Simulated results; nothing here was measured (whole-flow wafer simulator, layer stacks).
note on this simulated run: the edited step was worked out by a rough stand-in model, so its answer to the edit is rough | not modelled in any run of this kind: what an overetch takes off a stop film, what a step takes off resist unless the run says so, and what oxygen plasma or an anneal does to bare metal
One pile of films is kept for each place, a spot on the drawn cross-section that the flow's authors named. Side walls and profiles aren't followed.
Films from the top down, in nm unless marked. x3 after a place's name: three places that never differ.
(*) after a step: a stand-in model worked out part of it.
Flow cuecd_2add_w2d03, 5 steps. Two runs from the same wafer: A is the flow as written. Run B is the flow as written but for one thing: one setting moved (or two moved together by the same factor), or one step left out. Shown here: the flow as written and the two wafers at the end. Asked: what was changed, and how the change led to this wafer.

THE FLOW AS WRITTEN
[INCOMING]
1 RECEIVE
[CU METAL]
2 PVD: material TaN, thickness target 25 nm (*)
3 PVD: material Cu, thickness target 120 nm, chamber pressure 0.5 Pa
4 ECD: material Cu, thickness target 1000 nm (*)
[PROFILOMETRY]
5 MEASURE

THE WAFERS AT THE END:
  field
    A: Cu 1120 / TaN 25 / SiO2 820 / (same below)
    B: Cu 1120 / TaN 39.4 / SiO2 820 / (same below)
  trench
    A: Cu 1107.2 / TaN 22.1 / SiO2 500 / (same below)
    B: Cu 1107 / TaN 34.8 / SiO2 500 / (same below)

The cause: step 2, PVD: thickness target 39.4 nm was run, where the flow has thickness target 25 nm.
It can be read off the wafer: field has TaN 39.4, and step 2 as written asks for 25 nm.

How the change led to this, step by step:
  2 PVD: material TaN, thickness target 25 nm (*)
      field: A TaN +25 (new film) | B TaN +39.4 (new film)
      trench: A TaN +22.1 (new film) | B TaN +34.8 (new film)
